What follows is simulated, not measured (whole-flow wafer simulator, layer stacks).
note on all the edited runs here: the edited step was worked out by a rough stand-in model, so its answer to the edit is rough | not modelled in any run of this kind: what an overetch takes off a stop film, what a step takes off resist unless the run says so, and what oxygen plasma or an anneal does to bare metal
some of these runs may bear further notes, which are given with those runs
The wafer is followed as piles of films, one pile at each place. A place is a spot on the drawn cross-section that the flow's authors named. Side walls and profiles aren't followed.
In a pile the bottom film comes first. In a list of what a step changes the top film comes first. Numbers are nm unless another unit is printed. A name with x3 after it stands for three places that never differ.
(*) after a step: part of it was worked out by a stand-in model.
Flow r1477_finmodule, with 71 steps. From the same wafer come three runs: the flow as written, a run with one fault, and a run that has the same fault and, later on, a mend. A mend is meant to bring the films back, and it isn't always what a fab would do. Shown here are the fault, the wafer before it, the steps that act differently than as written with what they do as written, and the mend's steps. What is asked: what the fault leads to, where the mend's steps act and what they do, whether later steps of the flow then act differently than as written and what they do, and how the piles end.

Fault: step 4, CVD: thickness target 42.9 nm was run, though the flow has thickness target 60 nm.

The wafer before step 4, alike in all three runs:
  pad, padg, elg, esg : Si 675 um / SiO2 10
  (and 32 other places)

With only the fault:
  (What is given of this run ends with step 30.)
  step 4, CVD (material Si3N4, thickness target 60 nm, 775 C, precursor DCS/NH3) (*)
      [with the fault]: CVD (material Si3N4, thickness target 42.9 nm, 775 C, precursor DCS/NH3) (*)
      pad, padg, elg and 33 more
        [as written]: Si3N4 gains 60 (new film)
        [with the fault]: Si3N4 gains 42.9 (new film)
  None of the later steps of the flow up to step 30 acts differently than as written at any place that is followed.
  After step 30, at pad, padg, elg and 33 more, the piles differ from the flow's by more than 2% or 0.5 nm, whichever is larger.
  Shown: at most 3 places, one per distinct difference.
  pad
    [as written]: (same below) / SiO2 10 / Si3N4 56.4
    [with the fault]: (same below) / SiO2 10 / Si3N4 39.3
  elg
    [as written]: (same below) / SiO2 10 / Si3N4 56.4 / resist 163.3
    [with the fault]: (same below) / SiO2 10 / Si3N4 39.3 / resist 163.3
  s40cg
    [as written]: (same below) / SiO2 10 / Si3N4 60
    [with the fault]: (same below) / SiO2 10 / Si3N4 42.9

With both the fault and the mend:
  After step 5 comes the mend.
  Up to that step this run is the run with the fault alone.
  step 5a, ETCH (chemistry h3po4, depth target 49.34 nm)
      pad, padg, elg and 33 more
        Si3N4 loses 42.9 (all of it)
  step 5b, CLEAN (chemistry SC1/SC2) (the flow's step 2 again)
      does not change any film at any place that is followed
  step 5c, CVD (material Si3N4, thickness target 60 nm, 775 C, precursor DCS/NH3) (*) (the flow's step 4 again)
      pad, padg, elg and 33 more
        Si3N4 gains 60 (new film)
  None of the later steps of the flow acts differently than as written at any place that is followed.
  By the end, the piles equal the flow's at every place that both follow.
